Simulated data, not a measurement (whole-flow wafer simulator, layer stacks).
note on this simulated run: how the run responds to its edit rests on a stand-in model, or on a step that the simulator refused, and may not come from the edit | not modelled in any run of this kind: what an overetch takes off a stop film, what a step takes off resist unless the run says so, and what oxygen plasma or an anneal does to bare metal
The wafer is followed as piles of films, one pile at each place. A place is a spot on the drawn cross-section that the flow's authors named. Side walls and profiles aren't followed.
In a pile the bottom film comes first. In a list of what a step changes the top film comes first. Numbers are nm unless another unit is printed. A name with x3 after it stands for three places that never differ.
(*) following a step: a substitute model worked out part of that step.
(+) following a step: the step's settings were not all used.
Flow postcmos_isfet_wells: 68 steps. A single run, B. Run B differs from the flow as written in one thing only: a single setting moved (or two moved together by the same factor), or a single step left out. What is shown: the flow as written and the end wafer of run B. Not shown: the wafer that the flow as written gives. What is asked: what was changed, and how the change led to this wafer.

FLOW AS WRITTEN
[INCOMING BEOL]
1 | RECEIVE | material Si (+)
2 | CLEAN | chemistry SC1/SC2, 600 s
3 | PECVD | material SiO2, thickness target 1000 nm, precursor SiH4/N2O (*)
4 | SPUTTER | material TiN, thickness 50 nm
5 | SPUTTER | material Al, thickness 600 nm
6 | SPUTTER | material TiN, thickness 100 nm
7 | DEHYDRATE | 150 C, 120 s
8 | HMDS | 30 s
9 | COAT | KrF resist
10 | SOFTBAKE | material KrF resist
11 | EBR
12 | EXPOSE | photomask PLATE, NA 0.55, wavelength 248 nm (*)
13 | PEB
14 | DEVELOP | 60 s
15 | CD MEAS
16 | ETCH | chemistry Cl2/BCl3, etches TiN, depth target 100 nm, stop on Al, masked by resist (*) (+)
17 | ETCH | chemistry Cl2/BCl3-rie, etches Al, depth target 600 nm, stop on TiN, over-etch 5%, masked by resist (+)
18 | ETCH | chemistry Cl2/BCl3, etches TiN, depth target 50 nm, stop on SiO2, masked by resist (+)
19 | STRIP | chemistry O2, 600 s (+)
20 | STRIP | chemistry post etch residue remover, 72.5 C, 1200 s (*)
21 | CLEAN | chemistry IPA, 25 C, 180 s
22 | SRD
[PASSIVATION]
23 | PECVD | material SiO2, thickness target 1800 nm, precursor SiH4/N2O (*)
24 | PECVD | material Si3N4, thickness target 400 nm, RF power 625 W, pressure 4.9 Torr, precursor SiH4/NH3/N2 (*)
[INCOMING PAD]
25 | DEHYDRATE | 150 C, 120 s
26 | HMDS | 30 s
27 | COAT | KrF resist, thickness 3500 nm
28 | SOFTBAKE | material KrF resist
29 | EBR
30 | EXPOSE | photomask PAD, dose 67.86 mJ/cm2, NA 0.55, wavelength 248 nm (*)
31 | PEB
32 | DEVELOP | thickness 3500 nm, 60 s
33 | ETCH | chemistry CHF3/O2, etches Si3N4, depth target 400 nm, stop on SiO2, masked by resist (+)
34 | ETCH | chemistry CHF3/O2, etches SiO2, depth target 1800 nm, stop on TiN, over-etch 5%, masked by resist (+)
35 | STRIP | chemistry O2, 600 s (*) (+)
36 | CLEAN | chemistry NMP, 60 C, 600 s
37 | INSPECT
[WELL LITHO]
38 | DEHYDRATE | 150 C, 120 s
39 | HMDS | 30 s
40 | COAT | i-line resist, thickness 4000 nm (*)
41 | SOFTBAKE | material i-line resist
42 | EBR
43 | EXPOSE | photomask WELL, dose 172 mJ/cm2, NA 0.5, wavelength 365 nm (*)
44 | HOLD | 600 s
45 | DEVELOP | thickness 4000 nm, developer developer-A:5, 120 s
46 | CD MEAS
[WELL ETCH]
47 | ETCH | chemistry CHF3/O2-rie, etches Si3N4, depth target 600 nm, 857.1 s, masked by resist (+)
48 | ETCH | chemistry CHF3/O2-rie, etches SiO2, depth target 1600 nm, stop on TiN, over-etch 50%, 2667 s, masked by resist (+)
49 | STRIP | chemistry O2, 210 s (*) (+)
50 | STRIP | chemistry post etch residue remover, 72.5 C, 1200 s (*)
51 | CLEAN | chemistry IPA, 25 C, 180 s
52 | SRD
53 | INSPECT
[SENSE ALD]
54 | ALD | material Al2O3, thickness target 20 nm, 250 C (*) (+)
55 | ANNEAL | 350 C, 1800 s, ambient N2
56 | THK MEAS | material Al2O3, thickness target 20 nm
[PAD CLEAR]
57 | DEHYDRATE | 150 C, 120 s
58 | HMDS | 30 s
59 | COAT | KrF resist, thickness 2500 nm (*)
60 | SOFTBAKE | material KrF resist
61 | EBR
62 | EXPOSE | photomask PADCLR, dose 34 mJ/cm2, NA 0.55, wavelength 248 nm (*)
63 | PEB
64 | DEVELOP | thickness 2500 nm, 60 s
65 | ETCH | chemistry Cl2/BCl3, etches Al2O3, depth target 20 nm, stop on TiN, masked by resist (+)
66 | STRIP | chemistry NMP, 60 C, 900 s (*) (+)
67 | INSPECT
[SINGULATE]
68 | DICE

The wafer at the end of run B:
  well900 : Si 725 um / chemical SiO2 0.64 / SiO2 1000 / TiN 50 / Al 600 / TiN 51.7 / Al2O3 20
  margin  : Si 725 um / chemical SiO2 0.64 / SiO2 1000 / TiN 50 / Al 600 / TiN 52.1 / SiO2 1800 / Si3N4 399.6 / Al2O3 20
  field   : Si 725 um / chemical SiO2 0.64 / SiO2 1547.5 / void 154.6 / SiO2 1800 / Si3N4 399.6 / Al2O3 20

The reason: step 6, SPUTTER: thickness 52.5 nm was run, whereas the flow has thickness 100 nm.

How this came from the change, step by step:
  6 | SPUTTER | material TiN, thickness 100 nm
      field, margin, well900, well1300 x3, pad_rim, pad_clr, pad_open: TiN gains 52.5 (new film) (it would be, as written: TiN gains 100 (new film))
  16 | ETCH | chemistry Cl2/BCl3, etches TiN, depth target 100 nm, stop on Al, masked by resist (*) (+)
      margin, well900, well1300 x3, pad_rim, pad_clr, pad_open: KrF resist loses 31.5 (it would be, as written: KrF resist loses 40)
      field: TiN loses 52.5 (all of it) (it would be, as written: TiN loses 100 (all of it))
  23 | PECVD | material SiO2, thickness target 1800 nm, precursor SiH4/N2O (*)
      field: SiO2 gains 1800 (new film), void gains 154.6 (new film), SiO2 gains 547.5 (it would be, as written: SiO2 gains 1800 (new film), void gains 189.9 (new film), SiO2 gains 559.7)
